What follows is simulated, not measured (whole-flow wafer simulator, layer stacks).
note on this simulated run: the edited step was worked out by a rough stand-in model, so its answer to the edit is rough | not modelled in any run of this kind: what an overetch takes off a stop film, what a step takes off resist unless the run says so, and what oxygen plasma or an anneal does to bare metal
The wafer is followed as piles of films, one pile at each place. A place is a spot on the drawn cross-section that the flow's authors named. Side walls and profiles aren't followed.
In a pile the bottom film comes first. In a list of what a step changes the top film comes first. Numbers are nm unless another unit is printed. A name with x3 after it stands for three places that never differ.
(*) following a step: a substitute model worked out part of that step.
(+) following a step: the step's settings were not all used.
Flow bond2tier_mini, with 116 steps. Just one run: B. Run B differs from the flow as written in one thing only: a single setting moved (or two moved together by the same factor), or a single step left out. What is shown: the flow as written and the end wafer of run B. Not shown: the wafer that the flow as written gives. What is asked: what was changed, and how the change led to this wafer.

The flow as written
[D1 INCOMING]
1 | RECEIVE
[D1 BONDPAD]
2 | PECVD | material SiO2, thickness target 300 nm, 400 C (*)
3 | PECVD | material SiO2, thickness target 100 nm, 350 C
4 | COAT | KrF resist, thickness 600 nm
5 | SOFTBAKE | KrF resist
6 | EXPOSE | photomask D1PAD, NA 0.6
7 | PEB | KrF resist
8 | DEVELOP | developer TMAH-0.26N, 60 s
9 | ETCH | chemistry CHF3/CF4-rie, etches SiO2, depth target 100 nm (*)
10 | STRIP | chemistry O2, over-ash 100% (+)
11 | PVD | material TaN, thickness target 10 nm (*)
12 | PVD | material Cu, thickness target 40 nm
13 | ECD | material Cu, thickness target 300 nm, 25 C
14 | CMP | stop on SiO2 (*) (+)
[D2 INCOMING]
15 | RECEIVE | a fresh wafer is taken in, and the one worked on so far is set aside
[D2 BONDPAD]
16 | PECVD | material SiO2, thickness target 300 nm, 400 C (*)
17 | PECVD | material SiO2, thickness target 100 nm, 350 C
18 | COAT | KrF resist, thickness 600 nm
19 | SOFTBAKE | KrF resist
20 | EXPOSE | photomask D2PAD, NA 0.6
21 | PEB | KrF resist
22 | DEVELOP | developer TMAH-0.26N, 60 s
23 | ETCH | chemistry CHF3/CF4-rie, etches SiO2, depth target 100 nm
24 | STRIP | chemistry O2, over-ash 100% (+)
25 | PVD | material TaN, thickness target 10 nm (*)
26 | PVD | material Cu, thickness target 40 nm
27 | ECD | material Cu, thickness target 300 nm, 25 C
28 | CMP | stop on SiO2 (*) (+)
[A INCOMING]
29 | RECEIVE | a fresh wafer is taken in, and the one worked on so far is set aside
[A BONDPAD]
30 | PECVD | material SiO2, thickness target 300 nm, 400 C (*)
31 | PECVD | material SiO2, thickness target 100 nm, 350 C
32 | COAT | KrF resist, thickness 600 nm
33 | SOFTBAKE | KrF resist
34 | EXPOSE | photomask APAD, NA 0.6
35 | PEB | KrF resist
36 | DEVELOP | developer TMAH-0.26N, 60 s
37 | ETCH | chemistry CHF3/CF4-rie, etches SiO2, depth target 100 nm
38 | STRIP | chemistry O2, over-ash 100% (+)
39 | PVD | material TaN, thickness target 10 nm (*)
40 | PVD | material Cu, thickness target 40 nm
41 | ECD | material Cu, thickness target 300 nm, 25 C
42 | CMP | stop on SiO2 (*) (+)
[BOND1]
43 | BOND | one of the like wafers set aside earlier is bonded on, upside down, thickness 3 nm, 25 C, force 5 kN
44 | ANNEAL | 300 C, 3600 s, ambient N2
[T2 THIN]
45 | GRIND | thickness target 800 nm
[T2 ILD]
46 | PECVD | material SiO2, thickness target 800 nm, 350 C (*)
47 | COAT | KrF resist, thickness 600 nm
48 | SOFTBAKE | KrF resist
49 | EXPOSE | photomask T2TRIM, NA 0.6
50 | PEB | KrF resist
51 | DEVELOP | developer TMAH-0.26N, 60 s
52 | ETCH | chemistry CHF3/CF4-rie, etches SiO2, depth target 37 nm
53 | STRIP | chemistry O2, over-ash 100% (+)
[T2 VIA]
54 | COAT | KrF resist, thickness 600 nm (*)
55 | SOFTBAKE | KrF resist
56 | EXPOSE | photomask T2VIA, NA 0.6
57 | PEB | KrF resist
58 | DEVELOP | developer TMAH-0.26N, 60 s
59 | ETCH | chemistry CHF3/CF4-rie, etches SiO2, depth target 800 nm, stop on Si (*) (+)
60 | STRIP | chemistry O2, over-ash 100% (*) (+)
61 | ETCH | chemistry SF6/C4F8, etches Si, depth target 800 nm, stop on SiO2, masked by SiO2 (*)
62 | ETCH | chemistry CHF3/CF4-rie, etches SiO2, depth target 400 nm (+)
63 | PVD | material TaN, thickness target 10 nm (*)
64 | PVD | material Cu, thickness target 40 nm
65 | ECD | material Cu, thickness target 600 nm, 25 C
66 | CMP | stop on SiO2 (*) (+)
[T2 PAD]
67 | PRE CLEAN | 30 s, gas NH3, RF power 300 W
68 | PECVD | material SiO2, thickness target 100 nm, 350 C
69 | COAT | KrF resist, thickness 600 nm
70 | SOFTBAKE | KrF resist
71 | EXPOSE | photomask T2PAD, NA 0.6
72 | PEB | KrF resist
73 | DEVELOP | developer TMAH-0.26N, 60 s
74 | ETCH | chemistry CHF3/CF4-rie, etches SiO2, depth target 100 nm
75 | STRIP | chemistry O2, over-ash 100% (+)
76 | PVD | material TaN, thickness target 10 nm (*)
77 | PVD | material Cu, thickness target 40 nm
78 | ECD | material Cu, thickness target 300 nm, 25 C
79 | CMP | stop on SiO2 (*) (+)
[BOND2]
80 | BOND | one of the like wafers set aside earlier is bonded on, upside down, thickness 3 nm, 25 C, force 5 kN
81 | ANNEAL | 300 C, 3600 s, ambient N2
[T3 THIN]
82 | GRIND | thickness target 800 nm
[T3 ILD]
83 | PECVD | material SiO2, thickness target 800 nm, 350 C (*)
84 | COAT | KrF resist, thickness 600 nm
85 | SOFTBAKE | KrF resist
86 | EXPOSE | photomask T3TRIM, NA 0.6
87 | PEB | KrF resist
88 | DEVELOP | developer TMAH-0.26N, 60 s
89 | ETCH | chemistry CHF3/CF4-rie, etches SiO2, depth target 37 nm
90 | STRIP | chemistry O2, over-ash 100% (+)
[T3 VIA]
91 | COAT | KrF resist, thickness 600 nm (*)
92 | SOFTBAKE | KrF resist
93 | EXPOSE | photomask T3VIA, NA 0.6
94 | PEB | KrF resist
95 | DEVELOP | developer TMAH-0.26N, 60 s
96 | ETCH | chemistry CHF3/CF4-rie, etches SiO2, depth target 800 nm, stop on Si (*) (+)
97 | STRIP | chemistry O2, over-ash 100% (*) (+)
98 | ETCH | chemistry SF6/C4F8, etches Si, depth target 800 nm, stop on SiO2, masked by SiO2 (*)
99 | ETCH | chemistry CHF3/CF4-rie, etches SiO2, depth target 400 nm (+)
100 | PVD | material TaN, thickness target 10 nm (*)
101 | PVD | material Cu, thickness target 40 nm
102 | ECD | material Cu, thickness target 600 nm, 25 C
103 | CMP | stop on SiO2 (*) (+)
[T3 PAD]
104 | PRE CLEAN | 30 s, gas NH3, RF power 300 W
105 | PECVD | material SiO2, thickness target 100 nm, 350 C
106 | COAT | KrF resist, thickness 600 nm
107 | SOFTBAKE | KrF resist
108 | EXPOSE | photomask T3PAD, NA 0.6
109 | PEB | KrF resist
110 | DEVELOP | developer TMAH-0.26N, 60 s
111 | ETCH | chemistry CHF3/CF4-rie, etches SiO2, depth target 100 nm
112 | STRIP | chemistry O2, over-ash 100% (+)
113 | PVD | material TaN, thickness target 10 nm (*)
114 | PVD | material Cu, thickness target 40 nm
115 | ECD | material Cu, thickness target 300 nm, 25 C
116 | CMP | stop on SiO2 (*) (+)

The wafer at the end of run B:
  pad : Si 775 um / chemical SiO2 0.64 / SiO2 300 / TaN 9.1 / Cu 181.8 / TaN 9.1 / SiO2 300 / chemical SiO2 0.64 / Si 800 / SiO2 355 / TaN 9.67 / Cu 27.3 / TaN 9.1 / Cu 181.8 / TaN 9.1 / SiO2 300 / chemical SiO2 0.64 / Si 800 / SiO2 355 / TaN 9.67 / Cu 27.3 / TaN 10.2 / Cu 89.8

Cause: step 113, PVD: thickness target 11.2 nm was run, though the flow has thickness target 10 nm.

Step by step, how the change led to this:
  113 | PVD | material TaN, thickness target 10 nm (*)
      field: +11.2 TaN (new film) (it would be, as written: +10 TaN (new film))
      pad: +10.2 TaN (new film) (it would be, as written: +9.1 TaN (new film))
  116 | CMP | stop on SiO2 (*) (+)
      field: -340 Cu (all of it), -11.2 TaN (all of it) (it would be, as written: -340 Cu (all of it), -10 TaN (all of it))
